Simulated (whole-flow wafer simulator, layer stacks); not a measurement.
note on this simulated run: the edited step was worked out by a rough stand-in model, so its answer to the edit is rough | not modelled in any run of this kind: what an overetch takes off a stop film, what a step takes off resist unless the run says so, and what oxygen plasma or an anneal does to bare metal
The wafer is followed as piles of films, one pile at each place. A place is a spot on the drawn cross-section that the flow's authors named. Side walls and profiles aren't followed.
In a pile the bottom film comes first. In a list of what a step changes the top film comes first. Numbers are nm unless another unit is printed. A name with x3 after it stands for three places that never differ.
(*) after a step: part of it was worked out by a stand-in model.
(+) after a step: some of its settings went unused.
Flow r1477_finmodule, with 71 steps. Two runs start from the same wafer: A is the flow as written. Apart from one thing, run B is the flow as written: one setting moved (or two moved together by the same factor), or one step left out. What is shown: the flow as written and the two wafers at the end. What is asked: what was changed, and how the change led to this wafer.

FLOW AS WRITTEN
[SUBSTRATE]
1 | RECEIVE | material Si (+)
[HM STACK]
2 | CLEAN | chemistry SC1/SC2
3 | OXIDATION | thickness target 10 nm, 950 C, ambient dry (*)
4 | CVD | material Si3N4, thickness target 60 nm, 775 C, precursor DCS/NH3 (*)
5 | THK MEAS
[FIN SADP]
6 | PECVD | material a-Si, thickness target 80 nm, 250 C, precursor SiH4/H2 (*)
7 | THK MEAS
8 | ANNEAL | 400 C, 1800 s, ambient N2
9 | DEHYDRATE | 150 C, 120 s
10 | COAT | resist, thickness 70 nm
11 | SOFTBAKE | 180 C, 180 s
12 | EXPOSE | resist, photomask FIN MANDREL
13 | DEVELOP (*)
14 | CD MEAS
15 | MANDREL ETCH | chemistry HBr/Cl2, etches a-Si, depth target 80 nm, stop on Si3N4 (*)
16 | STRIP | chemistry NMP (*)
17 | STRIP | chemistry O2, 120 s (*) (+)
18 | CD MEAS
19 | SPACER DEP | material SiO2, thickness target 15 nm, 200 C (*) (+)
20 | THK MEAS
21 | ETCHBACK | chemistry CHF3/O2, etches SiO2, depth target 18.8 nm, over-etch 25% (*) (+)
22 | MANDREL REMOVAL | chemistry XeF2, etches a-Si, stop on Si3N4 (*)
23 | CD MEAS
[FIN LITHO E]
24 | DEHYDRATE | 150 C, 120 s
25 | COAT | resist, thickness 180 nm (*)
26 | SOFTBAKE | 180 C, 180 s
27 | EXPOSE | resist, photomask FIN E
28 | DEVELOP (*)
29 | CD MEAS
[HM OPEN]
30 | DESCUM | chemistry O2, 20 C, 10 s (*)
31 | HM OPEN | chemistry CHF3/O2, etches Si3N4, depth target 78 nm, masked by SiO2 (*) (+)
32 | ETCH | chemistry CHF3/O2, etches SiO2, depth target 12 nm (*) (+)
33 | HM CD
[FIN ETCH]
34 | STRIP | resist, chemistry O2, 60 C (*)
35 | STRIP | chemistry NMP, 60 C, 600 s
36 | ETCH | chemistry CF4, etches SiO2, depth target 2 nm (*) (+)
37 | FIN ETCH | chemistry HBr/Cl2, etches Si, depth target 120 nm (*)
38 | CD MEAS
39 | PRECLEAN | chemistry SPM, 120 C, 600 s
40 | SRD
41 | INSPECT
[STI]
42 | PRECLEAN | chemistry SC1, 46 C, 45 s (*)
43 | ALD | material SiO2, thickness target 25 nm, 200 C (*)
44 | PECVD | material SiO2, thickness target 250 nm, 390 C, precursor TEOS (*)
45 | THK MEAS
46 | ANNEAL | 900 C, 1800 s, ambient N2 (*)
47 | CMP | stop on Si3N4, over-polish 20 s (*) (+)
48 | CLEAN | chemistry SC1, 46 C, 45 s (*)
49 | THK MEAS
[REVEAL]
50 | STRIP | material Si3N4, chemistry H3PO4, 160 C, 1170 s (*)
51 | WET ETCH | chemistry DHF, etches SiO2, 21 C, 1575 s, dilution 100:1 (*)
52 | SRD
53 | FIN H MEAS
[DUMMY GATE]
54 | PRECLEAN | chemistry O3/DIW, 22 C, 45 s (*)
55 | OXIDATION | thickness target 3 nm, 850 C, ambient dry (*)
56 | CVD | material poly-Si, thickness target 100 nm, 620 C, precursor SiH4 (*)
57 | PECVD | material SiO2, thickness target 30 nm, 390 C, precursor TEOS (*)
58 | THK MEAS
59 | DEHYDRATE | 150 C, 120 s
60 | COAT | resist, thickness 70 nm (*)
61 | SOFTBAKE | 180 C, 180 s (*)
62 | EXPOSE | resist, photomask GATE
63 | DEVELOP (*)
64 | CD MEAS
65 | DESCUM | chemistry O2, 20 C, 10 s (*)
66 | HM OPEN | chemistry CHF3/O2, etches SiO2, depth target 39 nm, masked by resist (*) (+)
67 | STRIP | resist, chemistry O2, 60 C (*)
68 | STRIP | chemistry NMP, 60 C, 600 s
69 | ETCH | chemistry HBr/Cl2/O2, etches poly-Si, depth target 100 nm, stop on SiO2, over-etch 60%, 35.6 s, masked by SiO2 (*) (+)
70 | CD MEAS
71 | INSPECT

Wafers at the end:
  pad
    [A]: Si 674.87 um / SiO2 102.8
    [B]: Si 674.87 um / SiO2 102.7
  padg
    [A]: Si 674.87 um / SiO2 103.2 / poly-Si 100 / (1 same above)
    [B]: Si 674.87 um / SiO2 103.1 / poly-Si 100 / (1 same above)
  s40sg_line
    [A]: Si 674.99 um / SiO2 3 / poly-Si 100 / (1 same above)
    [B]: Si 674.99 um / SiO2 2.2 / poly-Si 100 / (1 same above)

Cause: step 55, OXIDATION: thickness target 2.2 nm was run, while the flow as written has thickness target 3 nm.
One can read it off the wafer: s40sg_line has SiO2 2.2, and step 55 as written asks for 3 nm.

How this came from the change, step by step:
  55 | OXIDATION | thickness target 3 nm, 850 C, ambient dry (*)
      s40sg_line, s45sg_line, s50sg_line, s40so_line, s45so_line, s50so_line: A SiO2 gains 3 (new film), chemical SiO2 loses 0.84 (all of it), Si loses 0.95 | B SiO2 gains 2.2 (new film), chemical SiO2 loses 0.84 (all of it), Si loses 0.6
